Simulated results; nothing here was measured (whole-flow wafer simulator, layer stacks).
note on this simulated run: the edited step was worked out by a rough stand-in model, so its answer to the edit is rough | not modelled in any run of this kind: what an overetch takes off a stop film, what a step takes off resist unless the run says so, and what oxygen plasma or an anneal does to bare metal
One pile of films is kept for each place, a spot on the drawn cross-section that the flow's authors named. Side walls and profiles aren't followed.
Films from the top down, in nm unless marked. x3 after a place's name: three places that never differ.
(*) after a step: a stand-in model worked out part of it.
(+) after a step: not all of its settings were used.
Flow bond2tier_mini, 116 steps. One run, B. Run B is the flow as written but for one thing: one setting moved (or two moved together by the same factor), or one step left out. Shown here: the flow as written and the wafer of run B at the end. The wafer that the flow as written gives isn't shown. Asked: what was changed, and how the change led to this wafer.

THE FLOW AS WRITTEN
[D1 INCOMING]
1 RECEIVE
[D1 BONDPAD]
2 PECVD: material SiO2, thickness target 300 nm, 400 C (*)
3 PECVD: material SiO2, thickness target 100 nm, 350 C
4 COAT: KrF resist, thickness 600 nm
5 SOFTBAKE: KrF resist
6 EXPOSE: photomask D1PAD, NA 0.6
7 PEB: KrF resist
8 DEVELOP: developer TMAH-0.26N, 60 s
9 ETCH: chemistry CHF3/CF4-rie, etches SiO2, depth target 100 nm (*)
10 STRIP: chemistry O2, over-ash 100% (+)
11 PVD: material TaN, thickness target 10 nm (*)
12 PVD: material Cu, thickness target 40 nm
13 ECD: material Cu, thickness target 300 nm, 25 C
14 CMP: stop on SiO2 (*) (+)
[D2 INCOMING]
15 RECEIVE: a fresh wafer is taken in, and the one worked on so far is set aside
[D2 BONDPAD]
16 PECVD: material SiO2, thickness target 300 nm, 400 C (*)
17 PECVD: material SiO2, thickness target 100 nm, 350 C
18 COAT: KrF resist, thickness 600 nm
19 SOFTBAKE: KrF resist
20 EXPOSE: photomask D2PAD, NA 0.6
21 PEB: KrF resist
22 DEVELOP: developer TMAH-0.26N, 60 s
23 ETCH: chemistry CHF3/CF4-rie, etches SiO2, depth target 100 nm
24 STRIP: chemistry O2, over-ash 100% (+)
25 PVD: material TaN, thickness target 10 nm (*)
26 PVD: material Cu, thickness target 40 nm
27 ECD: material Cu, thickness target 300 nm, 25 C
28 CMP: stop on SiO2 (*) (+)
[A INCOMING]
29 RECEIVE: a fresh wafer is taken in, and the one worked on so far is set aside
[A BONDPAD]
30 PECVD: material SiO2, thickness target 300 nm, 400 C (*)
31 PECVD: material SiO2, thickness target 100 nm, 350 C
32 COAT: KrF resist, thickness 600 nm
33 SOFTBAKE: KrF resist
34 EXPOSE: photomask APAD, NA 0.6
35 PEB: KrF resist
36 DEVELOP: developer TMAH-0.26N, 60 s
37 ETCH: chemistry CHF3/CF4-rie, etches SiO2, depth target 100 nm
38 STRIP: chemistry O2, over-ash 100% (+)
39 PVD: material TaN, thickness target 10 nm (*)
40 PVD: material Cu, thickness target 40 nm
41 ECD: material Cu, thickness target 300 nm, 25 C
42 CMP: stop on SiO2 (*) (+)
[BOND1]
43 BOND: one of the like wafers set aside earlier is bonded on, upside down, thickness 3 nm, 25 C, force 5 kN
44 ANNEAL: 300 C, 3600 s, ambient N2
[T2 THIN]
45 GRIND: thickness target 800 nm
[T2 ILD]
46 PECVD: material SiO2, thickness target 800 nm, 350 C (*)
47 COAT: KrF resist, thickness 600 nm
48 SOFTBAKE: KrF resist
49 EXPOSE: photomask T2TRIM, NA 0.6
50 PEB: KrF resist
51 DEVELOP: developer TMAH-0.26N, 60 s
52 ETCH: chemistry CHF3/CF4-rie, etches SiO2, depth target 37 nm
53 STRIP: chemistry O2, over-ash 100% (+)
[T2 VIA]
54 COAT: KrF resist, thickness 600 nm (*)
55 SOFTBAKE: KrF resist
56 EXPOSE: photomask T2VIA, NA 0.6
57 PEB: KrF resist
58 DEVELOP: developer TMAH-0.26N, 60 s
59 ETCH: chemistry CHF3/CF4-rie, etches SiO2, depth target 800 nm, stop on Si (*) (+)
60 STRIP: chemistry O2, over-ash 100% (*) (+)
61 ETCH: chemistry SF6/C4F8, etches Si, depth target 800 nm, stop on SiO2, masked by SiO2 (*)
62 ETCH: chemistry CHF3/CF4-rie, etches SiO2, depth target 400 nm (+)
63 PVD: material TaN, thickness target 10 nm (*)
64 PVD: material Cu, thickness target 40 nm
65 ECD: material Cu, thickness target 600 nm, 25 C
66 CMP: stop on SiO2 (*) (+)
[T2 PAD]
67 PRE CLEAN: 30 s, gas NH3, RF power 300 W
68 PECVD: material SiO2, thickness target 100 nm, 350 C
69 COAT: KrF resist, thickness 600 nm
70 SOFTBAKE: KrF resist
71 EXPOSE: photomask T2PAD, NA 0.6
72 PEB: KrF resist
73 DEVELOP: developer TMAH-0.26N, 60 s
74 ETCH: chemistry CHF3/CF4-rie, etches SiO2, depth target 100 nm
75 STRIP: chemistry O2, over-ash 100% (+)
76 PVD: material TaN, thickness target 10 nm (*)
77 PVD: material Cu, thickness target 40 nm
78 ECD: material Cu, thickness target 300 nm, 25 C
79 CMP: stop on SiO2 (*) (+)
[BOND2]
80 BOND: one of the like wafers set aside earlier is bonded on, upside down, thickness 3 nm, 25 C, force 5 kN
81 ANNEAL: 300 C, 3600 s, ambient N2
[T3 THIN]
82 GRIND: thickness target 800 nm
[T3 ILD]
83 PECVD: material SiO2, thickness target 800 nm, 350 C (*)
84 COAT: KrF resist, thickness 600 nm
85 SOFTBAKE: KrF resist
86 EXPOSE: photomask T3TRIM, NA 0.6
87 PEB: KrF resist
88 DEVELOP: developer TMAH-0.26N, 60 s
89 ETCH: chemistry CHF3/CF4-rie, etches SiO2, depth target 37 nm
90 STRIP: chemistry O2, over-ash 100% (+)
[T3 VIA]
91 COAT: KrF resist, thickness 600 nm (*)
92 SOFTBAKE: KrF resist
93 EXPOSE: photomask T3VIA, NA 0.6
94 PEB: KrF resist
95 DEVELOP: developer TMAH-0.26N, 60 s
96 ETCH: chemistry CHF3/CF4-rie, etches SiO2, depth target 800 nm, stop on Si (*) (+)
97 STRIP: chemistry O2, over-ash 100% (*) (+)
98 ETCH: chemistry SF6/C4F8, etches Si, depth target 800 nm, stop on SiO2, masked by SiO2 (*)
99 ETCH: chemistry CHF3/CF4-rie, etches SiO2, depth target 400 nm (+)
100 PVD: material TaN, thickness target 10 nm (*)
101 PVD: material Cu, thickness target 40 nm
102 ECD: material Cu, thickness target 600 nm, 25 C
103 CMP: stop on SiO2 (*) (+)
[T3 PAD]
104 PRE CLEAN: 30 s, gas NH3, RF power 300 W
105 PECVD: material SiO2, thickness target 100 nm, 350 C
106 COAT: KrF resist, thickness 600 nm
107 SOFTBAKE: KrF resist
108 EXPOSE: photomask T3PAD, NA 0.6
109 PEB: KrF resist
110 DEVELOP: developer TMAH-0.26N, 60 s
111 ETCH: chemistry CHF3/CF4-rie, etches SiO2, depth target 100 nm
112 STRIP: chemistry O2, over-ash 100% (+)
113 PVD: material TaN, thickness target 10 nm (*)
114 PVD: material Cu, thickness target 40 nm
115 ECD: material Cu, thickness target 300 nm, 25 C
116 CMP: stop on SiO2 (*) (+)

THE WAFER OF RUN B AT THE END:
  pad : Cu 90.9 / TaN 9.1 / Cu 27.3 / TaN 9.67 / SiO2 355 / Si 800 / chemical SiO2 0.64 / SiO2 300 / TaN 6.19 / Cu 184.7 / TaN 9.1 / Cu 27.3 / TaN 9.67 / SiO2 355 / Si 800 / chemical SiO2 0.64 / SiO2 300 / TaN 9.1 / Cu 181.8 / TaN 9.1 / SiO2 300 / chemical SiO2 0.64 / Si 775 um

The cause: step 25, PVD: thickness target 6.8 nm was run, where the flow has thickness target 10 nm.

How the change led to this, step by step:
  25 PVD: material TaN, thickness target 10 nm (*)
      field: TaN +6.8 (new film) (as written it would be: TaN +10 (new film))
      pad: TaN +6.19 (new film) (as written it would be: TaN +9.1 (new film))
      (and at 1 more place)
  28 CMP: stop on SiO2 (*) (+)
      field: Cu -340 (all of it), TaN -6.8 (all of it) (as written it would be: Cu -340 (all of it), TaN -10 (all of it))
  80 BOND: one of the like wafers set aside earlier is bonded on, upside down, thickness 3 nm, 25 C, force 5 kN
      pad: Si +775 um (new film), chemical SiO2 +0.64 (new film), SiO2 +300 (new film), TaN +6.19 (new film), Cu +93.8 (as written it would be: Si +775 um (new film), chemical SiO2 +0.64 (new film), SiO2 +300 (new film), TaN +9.1 (new film), Cu +90.9)
